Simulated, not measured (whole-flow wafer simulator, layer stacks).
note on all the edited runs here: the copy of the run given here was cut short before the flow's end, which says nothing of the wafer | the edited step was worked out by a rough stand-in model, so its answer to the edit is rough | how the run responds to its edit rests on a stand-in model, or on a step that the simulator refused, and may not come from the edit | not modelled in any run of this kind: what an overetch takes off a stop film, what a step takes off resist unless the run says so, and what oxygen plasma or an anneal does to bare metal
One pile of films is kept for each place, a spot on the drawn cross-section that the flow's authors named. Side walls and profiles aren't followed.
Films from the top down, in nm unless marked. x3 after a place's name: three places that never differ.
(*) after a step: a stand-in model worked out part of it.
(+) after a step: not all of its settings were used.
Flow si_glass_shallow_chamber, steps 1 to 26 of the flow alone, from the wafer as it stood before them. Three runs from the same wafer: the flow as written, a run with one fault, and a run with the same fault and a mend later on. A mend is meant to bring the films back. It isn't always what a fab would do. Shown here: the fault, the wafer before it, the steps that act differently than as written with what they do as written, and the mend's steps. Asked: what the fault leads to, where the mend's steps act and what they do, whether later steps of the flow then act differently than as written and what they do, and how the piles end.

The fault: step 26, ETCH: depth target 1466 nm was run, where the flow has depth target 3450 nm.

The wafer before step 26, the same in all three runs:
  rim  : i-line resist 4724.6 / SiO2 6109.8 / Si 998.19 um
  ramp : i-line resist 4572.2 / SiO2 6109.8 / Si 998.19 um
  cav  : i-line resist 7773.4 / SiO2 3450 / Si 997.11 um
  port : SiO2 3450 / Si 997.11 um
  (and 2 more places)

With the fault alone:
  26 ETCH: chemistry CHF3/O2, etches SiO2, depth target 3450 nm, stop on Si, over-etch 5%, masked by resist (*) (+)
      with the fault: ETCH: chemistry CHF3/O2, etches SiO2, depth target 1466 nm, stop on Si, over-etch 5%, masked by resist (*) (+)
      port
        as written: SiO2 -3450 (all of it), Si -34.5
        with the fault: SiO2 -1539.3
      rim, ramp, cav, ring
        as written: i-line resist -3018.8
        with the fault: i-line resist -1282.8
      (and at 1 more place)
  No later step of the flow acts differently than as written at any place that is followed.
  At the end the piles differ from the flow's by more than 2% or 0.5 nm, whichever is larger, at rim, ramp, cav, port, septum, ring.
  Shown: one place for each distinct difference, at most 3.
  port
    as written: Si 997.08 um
    with the fault: SiO2 1910.7 / Si 997.11 um
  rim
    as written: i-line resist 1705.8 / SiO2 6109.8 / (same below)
    with the fault: i-line resist 3441.8 / SiO2 6109.8 / (same below)
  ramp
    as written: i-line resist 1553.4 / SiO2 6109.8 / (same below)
    with the fault: i-line resist 3289.4 / SiO2 6109.8 / (same below)

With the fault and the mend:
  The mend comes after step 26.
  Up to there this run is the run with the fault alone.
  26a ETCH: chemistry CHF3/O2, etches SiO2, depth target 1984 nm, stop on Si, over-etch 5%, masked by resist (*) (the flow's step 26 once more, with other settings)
      rim, ramp, cav, septum, ring
        i-line resist -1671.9
      port
        SiO2 -1910.7 (all of it), Si -34.5
  No later step of the flow acts differently than as written at any place that is followed.
  At the end the piles differ from the flow's by more than 2% or 0.5 nm, whichever is larger, at rim, ramp.
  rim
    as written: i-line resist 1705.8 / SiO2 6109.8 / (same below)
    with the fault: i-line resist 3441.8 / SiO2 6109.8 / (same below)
    with the mend: i-line resist 1770 / SiO2 6109.8 / (same below)
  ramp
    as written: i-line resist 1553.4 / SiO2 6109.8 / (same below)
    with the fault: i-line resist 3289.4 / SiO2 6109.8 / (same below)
    with the mend: i-line resist 1617.5 / SiO2 6109.8 / (same below)
